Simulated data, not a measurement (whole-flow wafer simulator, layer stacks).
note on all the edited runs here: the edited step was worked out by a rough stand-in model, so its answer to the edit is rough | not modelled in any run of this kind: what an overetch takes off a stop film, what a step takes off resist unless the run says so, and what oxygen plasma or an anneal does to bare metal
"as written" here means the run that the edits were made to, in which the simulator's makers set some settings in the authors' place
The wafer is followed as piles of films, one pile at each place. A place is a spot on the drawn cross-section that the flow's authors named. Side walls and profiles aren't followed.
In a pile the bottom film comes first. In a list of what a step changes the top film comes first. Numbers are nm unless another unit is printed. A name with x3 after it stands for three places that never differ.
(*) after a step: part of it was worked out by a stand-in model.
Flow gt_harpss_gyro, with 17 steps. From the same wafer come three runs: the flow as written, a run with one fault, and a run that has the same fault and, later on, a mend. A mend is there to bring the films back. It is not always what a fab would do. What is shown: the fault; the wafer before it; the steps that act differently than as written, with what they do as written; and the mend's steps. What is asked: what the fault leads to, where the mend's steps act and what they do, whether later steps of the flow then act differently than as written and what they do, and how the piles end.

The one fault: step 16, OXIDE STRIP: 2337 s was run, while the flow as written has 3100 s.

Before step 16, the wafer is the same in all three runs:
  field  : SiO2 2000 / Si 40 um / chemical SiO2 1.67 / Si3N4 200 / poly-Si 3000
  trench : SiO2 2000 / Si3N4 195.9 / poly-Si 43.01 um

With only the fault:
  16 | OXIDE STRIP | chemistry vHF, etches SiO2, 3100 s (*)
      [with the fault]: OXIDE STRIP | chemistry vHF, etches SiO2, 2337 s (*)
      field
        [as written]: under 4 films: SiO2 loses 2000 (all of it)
        [with the fault]: under 4 films: SiO2 loses 1813.6
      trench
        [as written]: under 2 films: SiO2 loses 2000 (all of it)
        [with the fault]: under 2 films: SiO2 loses 1813.6
  None of the later steps of the flow acts differently than as written at any place that is followed.
  At field, trench, the piles at the end differ from the flow's by more than 2% or 0.5 nm, whichever is larger.
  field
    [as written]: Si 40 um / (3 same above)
    [with the fault]: SiO2 186.4 / Si 40 um / (3 same above)
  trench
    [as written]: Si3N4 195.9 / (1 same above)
    [with the fault]: SiO2 186.4 / Si3N4 195.9 / (1 same above)

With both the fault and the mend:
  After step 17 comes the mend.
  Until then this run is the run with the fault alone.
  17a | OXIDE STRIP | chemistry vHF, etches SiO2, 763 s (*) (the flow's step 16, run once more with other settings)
      field
        under 4 films: SiO2 loses 186.4 (all of it)
      trench
        under 2 films: SiO2 loses 186.4 (all of it)
  None of the later steps of the flow acts differently than as written at any place that is followed.
  The piles end the same as the flow's at every place that both follow.
